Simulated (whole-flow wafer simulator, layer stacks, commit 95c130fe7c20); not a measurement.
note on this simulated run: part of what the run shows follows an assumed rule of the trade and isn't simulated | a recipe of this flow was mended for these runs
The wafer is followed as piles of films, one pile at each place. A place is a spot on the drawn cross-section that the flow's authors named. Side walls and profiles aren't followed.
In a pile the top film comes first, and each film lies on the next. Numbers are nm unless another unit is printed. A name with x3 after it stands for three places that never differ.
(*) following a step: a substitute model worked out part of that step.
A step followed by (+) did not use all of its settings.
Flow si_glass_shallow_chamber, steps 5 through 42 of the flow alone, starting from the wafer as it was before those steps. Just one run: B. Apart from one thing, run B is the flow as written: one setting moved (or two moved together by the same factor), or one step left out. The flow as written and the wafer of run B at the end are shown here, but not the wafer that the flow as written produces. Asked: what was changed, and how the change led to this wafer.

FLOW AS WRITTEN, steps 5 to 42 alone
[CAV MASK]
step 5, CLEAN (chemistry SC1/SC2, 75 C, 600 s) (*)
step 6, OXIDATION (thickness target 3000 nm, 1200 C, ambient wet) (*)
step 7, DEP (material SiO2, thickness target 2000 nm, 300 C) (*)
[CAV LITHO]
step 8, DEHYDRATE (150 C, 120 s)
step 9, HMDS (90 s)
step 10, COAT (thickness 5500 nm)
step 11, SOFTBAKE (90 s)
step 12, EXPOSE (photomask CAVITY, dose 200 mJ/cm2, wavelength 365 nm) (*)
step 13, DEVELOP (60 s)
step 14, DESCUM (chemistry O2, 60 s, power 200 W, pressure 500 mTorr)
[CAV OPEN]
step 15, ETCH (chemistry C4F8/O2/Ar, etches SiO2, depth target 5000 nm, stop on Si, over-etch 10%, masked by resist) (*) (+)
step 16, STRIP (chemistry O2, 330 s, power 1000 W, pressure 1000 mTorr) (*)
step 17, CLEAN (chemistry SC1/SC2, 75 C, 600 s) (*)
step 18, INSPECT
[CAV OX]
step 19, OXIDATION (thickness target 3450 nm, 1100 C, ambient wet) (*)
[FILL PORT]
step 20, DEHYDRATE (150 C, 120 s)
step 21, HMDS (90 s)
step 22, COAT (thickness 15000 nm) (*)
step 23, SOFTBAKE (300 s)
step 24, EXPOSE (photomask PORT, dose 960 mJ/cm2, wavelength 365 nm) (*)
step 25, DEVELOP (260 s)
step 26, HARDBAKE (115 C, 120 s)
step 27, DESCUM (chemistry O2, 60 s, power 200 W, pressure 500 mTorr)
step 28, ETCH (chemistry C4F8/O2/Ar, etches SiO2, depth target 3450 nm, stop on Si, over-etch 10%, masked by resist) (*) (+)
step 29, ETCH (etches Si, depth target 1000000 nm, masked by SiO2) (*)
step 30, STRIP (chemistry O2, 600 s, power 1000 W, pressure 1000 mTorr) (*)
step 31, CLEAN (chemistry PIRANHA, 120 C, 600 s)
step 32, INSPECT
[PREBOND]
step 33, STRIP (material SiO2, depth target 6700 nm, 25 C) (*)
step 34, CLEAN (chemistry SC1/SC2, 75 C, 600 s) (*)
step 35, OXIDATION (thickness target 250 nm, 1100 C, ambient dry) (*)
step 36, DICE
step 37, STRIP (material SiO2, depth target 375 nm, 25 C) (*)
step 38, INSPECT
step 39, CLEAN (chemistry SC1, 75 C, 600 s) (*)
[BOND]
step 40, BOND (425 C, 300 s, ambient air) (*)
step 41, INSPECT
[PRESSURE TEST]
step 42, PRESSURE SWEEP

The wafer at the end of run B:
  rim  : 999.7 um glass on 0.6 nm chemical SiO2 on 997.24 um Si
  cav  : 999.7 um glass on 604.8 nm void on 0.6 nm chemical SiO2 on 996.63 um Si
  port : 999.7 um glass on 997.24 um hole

The reason: step 6, OXIDATION: thickness target 5175 nm was run, though the flow has thickness target 3000 nm.

Step by step, how the change led to this:
  step 6, OXIDATION (thickness target 3000 nm, 1200 C, ambient wet) (*)
      rim, ramp, cav, port, septum, ring: +5175 SiO2 (new film), -0.6 chemical SiO2 (all of it), -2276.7 Si (as written it would have been: +3000 SiO2 (new film), -0.6 chemical SiO2 (all of it), -1319.7 Si)
  step 15, ETCH (chemistry C4F8/O2/Ar, etches SiO2, depth target 5000 nm, stop on Si, over-etch 10%, masked by resist) (*) (+)
      cav, port: -5500 SiO2 (as written it would have been: -5000 SiO2 (all of it), -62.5 Si)
  step 16, STRIP (chemistry O2, 330 s, power 1000 W, pressure 1000 mTorr) (*)
      cav, port: nothing (as written it would have been: +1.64 chemical SiO2 (new film), -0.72 Si)
  step 17, CLEAN (chemistry SC1/SC2, 75 C, 600 s) (*)
      cav, port: -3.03 SiO2 (as written it would have been: -1.04 chemical SiO2, -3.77 Si)
  step 19, OXIDATION (thickness target 3450 nm, 1100 C, ambient wet) (*)
      cav, port: +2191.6 SiO2, -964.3 Si (as written it would have been: +3450 SiO2 (new film), -0.6 chemical SiO2 (all of it), -1517.7 Si)
      rim, ramp, septum, ring: +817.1 SiO2, -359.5 Si (as written it would have been: +1110.9 SiO2, -488.8 Si)
  step 22, COAT (thickness 15000 nm) (*)
      rim: +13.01 um thick-i-line-resist (new film) (as written it would have been: +13.4 um thick-i-line-resist (new film))
      ramp: +12.37 um thick-i-line-resist (new film) (as written it would have been: +12.89 um thick-i-line-resist (new film))
      (as well as at 4 more places)
  step 23, SOFTBAKE (300 s)
      rim: -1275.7 thick-i-line-resist (as written it would have been: -997 thick-i-line-resist)
      ramp: -637.5 thick-i-line-resist (as written it would have been: -487.1 thick-i-line-resist)
      (as well as at 4 more places)
  step 25, DEVELOP (260 s)
      port: -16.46 um thick-i-line-resist (all of it) (as written it would have been: -16.16 um thick-i-line-resist (all of it))
  step 26, HARDBAKE (115 C, 120 s)
      rim, ramp: -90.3 thick-i-line-resist (as written it would have been: -98.2 thick-i-line-resist)
      cav: -151.3 thick-i-line-resist (as written it would have been: -147.1 thick-i-line-resist)
  step 28, ETCH (chemistry C4F8/O2/Ar, etches SiO2, depth target 3450 nm, stop on Si, over-etch 10%, masked by resist) (*) (+)
      port: -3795 SiO2 (as written it would have been: -3450 SiO2 (all of it), -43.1 Si)
  step 29, ETCH (etches Si, depth target 1000000 nm, masked by SiO2) (*)
      port: +996.82 um hole (new film), -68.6 SiO2 (all of it), -996.75 um Si (all of it) (as written it would have been: +997.05 um hole (new film), -997.05 um Si (all of it))
      rim, ramp: -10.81 um thick-i-line-resist (all of it), -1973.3 SiO2 (as written it would have been: -11.47 um thick-i-line-resist (all of it), -1617.3 SiO2)
      (as well as at 2 more places)
  step 30, STRIP (chemistry O2, 600 s, power 1000 W, pressure 1000 mTorr) (*)
      cav: -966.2 thick-i-line-resist (all of it) (as written it would have been: -669.6 thick-i-line-resist (all of it))
  step 33, STRIP (material SiO2, depth target 6700 nm, 25 C) (*)
      rim, ramp: -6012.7 SiO2 (all of it) (as written it would have been: -4487.5 SiO2 (all of it))
      cav: -3863.6 SiO2 (all of it) (as written it would have been: -3450 SiO2 (all of it))
      (as well as at 2 more places)
  step 40, BOND (425 C, 300 s, ambient air) (*)
      cav: +999.7 um glass (new film), +604.8 void (new film) (as written it would have been: +999.7 um glass (new film), +1095.9 void (new film))
      port: +999.7 um glass (new film), +414.4 hole (as written it would have been: +999.7 um glass (new film), +1017.3 hole)
